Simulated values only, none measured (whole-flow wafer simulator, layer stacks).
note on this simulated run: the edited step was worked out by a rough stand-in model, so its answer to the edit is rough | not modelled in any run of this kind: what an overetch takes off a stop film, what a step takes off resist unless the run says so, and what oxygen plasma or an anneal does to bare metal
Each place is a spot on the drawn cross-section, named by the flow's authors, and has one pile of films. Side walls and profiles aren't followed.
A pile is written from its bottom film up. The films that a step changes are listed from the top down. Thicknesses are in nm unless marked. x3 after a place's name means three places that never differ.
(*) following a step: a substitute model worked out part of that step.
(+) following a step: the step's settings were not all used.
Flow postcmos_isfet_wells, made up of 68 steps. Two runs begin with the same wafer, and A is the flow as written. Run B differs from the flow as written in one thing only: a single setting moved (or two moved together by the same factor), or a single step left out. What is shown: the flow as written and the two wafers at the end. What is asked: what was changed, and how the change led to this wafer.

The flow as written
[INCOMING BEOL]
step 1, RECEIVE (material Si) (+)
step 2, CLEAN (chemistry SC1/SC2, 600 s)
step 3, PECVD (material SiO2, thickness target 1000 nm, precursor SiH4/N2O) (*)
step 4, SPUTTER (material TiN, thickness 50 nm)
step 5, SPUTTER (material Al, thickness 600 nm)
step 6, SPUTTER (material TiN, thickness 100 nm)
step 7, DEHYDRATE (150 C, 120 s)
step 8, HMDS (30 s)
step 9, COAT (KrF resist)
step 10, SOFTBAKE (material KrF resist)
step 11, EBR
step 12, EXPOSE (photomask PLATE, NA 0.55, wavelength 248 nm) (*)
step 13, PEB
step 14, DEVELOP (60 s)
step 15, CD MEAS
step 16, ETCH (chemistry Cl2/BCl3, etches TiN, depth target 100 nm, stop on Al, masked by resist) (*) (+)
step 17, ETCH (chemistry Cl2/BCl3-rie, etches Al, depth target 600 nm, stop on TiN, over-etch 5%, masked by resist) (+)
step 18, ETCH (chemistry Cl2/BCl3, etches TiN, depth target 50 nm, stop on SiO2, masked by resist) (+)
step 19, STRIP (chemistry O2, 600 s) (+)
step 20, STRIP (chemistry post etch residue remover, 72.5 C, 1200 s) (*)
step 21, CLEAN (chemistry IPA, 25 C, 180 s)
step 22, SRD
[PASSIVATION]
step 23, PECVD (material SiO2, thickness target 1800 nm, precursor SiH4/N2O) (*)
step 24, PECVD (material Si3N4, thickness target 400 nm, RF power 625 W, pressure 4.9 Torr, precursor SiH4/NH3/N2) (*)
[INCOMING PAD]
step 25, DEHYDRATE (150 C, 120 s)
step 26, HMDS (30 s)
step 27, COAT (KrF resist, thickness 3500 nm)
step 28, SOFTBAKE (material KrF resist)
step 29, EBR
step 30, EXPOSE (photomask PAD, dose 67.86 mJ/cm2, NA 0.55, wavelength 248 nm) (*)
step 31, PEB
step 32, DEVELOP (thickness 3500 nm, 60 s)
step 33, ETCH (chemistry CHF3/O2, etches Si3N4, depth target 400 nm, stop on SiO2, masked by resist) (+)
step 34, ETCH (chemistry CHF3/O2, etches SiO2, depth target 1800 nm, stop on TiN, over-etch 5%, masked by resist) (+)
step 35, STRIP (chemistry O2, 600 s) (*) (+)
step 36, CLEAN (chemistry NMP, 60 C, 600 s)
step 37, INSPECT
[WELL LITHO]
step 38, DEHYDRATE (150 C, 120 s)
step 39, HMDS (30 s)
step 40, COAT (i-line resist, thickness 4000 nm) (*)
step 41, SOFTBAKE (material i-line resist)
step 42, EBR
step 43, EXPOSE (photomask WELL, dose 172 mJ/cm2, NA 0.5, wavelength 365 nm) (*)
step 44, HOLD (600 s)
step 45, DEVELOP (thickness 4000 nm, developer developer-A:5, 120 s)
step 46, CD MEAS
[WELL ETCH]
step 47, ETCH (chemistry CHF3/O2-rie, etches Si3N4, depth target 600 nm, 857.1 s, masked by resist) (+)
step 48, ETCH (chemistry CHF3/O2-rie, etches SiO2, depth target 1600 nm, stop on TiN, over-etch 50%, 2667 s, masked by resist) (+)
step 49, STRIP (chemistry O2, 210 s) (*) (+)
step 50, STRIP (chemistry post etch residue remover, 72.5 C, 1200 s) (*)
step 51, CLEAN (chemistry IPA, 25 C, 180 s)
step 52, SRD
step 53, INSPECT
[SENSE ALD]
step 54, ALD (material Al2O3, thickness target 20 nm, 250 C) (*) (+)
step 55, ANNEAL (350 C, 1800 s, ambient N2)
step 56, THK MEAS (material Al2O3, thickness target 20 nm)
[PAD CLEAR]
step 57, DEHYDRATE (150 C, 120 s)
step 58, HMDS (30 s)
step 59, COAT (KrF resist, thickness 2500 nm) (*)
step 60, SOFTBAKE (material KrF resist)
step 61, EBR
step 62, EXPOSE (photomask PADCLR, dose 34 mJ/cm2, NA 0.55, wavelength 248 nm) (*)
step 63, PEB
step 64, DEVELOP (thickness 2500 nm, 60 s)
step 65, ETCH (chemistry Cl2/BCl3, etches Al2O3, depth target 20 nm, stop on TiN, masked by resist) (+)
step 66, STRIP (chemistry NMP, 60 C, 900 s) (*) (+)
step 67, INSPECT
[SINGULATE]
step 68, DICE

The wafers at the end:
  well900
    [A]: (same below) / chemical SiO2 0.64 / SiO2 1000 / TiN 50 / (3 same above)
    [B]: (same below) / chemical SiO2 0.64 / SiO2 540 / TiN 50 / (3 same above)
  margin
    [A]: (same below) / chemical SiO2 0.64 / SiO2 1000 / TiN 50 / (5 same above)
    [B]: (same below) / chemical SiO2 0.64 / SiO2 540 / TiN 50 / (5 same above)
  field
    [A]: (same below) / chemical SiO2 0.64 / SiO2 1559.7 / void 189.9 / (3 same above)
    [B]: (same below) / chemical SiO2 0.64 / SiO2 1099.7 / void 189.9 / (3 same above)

The reason: step 3, PECVD: thickness target 540 nm was run, whereas the flow has thickness target 1000 nm.
The wafer lets one read it off: well900 has SiO2 540, and step 3 as written asks for 1000 nm.

Step by step, how the change led to this:
  step 3, PECVD (material SiO2, thickness target 1000 nm, precursor SiH4/N2O) (*)
      field, margin, well900, well1300 x3, pad_rim, pad_clr, pad_open: A SiO2 gains 1000 (new film) | B SiO2 gains 540 (new film)
